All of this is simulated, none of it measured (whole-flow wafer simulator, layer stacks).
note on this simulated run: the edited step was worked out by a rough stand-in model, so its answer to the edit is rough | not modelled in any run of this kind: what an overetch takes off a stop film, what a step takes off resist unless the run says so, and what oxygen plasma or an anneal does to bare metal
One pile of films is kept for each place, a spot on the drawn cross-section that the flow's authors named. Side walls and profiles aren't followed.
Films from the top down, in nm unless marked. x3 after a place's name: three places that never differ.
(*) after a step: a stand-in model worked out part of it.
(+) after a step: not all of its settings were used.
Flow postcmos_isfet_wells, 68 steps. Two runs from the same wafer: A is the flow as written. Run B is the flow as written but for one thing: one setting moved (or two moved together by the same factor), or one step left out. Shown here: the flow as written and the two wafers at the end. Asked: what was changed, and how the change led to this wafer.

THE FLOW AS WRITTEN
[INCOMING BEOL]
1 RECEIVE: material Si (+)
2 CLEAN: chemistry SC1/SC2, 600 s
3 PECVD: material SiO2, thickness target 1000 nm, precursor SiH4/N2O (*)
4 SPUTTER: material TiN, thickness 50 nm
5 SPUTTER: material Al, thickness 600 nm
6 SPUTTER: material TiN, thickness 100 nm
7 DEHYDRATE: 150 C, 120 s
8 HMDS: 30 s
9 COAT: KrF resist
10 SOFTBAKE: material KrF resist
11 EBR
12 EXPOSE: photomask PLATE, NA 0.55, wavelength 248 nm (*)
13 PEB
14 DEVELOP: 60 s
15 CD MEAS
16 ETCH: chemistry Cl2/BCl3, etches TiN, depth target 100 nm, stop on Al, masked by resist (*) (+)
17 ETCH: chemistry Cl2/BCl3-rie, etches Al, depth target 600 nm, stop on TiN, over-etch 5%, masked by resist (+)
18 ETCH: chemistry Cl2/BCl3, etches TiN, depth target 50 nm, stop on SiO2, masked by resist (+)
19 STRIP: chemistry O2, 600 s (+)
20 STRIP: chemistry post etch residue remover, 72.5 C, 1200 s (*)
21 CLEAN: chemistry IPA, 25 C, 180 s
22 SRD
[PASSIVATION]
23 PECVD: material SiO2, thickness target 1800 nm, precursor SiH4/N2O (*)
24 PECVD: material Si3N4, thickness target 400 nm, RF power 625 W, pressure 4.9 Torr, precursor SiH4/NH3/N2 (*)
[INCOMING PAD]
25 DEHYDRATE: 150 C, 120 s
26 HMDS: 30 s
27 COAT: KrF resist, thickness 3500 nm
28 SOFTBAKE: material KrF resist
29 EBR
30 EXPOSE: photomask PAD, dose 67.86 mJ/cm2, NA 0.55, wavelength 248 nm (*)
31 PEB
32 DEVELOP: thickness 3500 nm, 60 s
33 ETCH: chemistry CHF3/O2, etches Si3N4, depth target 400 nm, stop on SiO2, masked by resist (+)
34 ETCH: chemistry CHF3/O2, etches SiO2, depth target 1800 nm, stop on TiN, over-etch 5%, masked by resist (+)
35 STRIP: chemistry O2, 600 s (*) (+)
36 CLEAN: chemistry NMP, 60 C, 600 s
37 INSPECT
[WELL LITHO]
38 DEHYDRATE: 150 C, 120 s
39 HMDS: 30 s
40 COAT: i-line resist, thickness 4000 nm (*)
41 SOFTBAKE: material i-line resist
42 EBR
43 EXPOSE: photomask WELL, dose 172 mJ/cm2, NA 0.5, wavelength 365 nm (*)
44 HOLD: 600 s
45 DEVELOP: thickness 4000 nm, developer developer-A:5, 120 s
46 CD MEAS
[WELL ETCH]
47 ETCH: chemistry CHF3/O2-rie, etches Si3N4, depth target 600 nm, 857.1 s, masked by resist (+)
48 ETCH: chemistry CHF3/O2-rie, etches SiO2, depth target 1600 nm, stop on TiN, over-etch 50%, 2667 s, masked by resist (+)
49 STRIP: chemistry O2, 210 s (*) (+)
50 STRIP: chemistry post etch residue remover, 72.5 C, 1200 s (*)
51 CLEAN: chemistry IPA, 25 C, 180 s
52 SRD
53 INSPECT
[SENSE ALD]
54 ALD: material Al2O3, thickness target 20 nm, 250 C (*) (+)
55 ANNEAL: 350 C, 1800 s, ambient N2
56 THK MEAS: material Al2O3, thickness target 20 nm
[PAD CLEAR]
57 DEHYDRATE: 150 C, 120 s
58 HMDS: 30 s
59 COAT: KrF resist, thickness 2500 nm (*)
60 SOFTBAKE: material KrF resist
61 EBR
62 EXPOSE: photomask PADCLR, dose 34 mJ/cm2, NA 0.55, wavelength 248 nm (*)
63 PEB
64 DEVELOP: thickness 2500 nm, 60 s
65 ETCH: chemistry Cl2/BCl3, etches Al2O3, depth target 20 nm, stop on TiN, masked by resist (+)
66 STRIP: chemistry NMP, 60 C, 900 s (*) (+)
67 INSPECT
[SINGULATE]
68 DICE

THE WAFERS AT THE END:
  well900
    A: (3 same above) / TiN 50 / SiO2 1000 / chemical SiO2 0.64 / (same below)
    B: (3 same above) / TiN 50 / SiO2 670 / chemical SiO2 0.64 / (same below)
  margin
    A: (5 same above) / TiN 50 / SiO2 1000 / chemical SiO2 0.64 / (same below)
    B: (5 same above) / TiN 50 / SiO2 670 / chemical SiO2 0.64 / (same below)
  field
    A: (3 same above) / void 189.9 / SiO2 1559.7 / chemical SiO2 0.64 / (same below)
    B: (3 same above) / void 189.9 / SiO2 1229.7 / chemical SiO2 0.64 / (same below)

The cause: step 3, PECVD: thickness target 670 nm was run, where the flow has thickness target 1000 nm.
It can be read off the wafer: well900 has SiO2 670, and step 3 as written asks for 1000 nm.

How the change led to this, step by step:
  3 PECVD: material SiO2, thickness target 1000 nm, precursor SiH4/N2O (*)
      field, margin, well900, well1300 x3, pad_rim, pad_clr, pad_open: A SiO2 +1000 (new film) | B SiO2 +670 (new film)
